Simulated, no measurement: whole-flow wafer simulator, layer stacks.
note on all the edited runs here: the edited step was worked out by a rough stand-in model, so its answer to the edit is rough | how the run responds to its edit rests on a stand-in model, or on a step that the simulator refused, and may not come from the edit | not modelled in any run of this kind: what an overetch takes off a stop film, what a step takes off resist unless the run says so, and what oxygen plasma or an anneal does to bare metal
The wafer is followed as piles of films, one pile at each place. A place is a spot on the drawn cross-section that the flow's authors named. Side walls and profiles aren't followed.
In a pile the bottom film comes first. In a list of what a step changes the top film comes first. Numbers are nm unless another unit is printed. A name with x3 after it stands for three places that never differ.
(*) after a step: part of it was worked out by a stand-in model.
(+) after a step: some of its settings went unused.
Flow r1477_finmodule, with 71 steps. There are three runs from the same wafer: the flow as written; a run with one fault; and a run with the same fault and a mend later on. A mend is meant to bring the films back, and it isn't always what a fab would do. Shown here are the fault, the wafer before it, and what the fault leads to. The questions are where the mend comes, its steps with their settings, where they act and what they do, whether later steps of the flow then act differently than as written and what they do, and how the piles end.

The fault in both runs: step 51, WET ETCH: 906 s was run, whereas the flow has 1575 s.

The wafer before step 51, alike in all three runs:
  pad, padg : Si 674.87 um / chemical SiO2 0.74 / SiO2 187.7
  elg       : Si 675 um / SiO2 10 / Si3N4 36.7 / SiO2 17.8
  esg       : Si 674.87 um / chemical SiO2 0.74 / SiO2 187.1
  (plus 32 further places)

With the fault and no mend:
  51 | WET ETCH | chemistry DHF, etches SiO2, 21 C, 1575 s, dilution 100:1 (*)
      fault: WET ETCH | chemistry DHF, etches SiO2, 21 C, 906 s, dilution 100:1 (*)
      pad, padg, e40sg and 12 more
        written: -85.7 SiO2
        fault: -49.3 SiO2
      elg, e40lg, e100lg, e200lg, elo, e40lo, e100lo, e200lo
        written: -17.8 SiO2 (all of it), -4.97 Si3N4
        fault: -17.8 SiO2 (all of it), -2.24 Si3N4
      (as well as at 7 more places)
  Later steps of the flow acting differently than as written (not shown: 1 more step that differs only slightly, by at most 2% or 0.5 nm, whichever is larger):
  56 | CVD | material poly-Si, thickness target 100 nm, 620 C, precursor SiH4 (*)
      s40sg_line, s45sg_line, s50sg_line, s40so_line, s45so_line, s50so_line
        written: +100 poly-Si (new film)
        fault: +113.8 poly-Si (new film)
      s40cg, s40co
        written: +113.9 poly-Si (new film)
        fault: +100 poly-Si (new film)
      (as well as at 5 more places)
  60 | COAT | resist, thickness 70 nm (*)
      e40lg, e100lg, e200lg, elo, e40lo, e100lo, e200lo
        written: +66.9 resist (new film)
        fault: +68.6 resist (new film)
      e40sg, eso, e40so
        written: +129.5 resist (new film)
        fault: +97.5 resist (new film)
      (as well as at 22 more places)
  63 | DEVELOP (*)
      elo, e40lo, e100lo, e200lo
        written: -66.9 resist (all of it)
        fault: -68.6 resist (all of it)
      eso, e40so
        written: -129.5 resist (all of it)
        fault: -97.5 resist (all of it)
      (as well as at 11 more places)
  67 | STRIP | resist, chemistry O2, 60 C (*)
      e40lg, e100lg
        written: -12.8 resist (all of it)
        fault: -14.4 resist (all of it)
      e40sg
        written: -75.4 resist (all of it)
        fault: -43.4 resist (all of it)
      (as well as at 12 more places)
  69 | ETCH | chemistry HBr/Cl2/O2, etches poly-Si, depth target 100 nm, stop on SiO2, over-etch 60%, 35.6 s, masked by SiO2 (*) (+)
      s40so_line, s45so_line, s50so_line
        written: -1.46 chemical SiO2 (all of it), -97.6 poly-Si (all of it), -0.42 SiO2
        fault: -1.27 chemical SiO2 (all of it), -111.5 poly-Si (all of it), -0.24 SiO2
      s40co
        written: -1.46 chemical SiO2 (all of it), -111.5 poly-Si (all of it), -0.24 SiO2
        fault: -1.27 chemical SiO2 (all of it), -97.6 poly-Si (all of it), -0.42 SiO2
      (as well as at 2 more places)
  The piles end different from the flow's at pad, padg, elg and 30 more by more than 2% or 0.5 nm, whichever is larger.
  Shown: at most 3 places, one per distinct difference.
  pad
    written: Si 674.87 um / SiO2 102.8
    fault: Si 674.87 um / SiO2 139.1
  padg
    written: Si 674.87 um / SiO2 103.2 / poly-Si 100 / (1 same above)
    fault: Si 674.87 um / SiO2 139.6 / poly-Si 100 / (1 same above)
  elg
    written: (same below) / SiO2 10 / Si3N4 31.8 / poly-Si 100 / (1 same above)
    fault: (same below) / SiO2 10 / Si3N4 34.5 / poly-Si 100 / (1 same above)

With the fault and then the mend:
  The mend follows step 51.
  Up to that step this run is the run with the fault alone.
  51a | WET ETCH | chemistry DHF, etches SiO2, 21 C, 669 s, dilution 100:1 (*) (the flow's step 51 again, with other settings)
      pad, padg, e40sg and 12 more
        -36.4 SiO2
      elg, e40lg, e100lg, e200lg, elo, e40lo, e100lo, e200lo
        -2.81 Si3N4
      esg, s40cg, s45cg, s50cg, s40co, s45co, s50co
        -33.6 SiO2
  Every later step of the flow that is run acts as written, at every place that is followed, to within 2% or 0.5 nm, whichever is larger.
  The piles end only slightly different from the flow's at the places that both follow, by no more than 2% or 0.5 nm, whichever is larger.
